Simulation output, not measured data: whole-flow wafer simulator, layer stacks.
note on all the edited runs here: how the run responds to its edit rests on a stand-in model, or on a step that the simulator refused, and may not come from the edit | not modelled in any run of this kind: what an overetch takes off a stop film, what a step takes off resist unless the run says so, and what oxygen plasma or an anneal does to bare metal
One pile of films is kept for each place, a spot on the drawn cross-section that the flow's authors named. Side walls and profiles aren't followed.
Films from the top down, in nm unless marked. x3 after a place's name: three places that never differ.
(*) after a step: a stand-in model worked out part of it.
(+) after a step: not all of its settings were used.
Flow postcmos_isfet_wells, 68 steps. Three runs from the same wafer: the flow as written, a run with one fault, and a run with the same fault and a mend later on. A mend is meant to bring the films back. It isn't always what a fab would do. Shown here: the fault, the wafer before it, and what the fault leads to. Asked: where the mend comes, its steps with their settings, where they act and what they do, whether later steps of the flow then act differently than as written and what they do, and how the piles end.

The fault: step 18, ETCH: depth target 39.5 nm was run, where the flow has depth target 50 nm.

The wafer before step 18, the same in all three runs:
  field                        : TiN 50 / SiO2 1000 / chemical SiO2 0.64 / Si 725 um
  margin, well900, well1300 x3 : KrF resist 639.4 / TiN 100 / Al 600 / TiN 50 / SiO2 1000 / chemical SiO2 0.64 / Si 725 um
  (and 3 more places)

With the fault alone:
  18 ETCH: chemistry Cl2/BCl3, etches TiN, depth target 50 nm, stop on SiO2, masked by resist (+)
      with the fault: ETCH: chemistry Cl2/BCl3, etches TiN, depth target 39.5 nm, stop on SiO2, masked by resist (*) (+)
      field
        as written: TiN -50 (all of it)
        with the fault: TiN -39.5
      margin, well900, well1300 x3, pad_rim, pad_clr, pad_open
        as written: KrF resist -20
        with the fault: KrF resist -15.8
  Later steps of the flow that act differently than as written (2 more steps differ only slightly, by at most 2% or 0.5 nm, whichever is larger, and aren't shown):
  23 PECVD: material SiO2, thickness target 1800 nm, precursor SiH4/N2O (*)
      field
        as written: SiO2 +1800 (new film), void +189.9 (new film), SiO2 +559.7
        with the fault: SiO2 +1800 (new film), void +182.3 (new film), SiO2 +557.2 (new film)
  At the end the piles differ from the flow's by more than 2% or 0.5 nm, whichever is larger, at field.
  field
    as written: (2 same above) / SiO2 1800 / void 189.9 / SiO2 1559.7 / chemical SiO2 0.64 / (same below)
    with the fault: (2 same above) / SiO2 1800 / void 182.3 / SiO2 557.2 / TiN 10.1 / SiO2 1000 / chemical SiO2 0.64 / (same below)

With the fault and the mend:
  The mend comes after step 18.
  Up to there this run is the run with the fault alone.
  18a ETCH: chemistry Cl2/BCl3, etches TiN, depth target 10.5 nm, stop on SiO2, masked by resist (the flow's step 18 once more, with other settings)
      margin, well900, well1300 x3, pad_rim, pad_clr, pad_open
        KrF resist -4.2
      field
        TiN -10.5 (all of it)
  No later step of the flow acts differently than as written at any place that is followed.
  At the end the piles are the same as the flow's at every place that both follow.
